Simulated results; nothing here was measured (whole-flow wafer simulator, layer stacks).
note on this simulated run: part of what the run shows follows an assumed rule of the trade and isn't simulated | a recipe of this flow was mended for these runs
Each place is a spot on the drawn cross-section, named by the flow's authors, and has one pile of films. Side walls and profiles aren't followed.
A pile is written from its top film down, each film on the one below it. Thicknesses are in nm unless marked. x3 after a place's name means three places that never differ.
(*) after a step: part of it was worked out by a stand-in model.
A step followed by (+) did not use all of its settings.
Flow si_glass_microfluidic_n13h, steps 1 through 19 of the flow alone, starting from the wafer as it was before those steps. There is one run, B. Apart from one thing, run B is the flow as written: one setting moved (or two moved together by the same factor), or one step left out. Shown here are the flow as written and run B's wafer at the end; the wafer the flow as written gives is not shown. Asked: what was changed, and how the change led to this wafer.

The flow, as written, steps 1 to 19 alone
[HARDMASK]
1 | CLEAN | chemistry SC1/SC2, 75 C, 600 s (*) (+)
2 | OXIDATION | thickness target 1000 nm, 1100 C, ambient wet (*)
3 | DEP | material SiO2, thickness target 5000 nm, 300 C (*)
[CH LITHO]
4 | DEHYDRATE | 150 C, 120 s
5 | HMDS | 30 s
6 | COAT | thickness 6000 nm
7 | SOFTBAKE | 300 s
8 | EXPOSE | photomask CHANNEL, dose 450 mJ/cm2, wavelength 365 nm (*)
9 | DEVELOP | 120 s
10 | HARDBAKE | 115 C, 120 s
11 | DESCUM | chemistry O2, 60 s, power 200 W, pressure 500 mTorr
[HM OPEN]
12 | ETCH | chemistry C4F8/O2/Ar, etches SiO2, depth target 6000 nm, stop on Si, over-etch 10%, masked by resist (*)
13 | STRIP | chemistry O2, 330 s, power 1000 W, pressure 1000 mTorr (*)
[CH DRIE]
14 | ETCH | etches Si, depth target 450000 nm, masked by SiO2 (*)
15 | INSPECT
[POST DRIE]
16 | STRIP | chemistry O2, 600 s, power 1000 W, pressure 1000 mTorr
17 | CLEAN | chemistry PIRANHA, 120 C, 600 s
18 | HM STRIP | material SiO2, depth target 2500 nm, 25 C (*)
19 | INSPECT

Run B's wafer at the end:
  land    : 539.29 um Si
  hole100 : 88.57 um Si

What caused this: step 2, OXIDATION: thickness target 1600 nm was run, whereas the flow has thickness target 1000 nm.

Step by step, how the change led to this:
  2 | OXIDATION | thickness target 1000 nm, 1100 C, ambient wet (*)
      land, hole100: +1600 SiO2 (new film), -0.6 chemical SiO2 (all of it), -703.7 Si (it would be, as written: +1000 SiO2 (new film), -0.6 chemical SiO2 (all of it), -439.7 Si)
  12 | ETCH | chemistry C4F8/O2/Ar, etches SiO2, depth target 6000 nm, stop on Si, over-etch 10%, masked by resist (*)
      hole100: -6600 SiO2 (all of it), -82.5 Si (it would be, as written: -6000 SiO2 (all of it), -75 Si)
  18 | HM STRIP | material SiO2, depth target 2500 nm, 25 C (*)
      land: -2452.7 SiO2 (all of it) (it would be, as written: -1854.4 SiO2 (all of it))
